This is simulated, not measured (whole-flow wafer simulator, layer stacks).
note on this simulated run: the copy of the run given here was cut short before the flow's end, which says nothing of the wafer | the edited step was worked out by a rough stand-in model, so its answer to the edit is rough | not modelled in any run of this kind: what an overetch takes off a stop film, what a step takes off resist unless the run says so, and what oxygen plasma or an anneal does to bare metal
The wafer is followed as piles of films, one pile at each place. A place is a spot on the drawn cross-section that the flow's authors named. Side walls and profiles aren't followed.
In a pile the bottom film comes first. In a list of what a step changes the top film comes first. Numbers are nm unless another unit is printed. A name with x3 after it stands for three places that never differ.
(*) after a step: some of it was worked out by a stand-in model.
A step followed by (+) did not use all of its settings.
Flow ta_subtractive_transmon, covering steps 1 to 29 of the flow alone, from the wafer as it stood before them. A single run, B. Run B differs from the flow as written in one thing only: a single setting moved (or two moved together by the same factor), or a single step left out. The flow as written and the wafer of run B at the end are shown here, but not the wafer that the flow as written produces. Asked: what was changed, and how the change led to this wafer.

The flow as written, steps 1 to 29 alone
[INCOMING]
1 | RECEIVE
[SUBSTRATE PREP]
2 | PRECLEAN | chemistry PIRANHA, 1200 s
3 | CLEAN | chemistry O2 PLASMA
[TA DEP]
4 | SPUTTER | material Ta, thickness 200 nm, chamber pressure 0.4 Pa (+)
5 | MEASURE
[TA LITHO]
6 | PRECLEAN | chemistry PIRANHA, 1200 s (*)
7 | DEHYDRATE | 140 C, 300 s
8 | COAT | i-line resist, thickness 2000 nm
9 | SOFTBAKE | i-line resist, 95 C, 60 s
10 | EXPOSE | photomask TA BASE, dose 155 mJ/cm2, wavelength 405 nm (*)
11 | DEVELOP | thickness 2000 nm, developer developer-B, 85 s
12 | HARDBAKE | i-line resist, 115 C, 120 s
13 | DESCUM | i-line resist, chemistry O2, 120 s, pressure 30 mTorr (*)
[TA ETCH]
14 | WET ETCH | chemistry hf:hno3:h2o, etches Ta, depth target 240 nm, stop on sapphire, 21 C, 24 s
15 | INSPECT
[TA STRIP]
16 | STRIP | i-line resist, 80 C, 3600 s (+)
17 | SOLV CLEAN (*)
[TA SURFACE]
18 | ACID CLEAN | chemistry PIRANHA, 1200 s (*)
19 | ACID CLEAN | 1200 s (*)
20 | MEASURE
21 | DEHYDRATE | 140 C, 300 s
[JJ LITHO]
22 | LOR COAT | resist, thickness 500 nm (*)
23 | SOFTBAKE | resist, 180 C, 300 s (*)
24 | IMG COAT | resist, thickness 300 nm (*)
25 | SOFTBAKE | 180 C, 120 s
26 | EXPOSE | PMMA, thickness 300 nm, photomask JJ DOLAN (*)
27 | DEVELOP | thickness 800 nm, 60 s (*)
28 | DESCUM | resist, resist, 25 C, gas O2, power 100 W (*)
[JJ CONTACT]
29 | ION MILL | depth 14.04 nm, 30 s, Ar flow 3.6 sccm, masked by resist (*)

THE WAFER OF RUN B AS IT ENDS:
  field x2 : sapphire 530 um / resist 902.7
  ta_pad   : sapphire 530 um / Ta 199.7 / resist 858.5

The reason: step 24, IMG COAT: thickness 435 nm was run, though the flow has thickness 300 nm.

The path from the change to this, step by step:
  24 | IMG COAT | resist, thickness 300 nm (*)
      field x2, jj_line: resist gains 435 (as written it would have been: resist gains 300)
      lead: resist gains 451.8 (as written it would have been: resist gains 312.6)
      (and at 2 other places as well)
  27 | DEVELOP | thickness 800 nm, 60 s (*)
      jj_line: resist loses 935 (all of it) (as written it would have been: resist loses 800 (all of it))
      lead: resist loses 1006.6 (all of it) (as written it would have been: resist loses 867.4 (all of it))
      (and at 1 other place as well)
